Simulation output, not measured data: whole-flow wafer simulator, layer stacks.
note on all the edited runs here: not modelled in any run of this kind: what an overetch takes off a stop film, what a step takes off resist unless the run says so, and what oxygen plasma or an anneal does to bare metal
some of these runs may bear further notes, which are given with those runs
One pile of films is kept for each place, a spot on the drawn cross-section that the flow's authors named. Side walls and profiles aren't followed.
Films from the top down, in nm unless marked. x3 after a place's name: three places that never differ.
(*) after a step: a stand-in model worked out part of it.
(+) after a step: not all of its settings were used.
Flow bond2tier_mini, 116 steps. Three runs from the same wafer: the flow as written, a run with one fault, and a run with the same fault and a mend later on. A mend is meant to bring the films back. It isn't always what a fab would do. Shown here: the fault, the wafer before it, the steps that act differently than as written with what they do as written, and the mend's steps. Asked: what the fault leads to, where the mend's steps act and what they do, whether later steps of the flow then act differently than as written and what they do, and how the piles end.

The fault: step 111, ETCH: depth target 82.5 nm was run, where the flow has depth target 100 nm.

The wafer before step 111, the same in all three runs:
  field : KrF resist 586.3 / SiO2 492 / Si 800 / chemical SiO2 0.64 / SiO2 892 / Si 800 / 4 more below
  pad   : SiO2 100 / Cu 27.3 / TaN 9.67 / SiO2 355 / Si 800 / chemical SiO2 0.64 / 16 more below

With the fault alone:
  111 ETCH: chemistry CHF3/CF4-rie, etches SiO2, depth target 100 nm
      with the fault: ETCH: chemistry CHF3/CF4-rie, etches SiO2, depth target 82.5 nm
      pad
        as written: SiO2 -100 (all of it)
        with the fault: SiO2 -82.5
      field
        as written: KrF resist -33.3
        with the fault: KrF resist -27.5
  Later steps of the flow that act differently than as written (3 more steps differ only slightly, by at most 2% or 0.5 nm, whichever is larger, and aren't shown):
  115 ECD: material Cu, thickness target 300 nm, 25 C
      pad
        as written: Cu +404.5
        with the fault: Cu +386.2
  At the end the piles differ from the flow's by more than 2% or 0.5 nm, whichever is larger, at pad.
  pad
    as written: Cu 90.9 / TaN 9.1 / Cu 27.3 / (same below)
    with the fault: Cu 73.2 / TaN 9.26 / SiO2 17.5 / Cu 27.3 / (same below)

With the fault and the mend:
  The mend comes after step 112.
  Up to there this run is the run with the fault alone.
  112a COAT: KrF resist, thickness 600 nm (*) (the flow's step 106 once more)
      field
        KrF resist +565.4 (new film)
      pad
        KrF resist +636.2 (new film)
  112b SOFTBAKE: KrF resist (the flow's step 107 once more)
      changes no film at any place that is followed
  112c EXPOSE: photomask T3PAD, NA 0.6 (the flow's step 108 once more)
      changes no film at any place that is followed
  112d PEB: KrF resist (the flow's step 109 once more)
      changes no film at any place that is followed
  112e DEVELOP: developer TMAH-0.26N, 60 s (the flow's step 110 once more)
      field
        KrF resist -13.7
      pad
        KrF resist -636.2 (all of it)
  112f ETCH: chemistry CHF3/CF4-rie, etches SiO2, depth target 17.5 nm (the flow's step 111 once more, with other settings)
      field
        KrF resist -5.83
      pad
        SiO2 -17.5 (all of it)
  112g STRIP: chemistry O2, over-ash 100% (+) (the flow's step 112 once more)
      field
        KrF resist -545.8 (all of it)
  No later step of the flow acts differently than as written at any place that is followed.
  At the end the piles are the same as the flow's at every place that both follow.
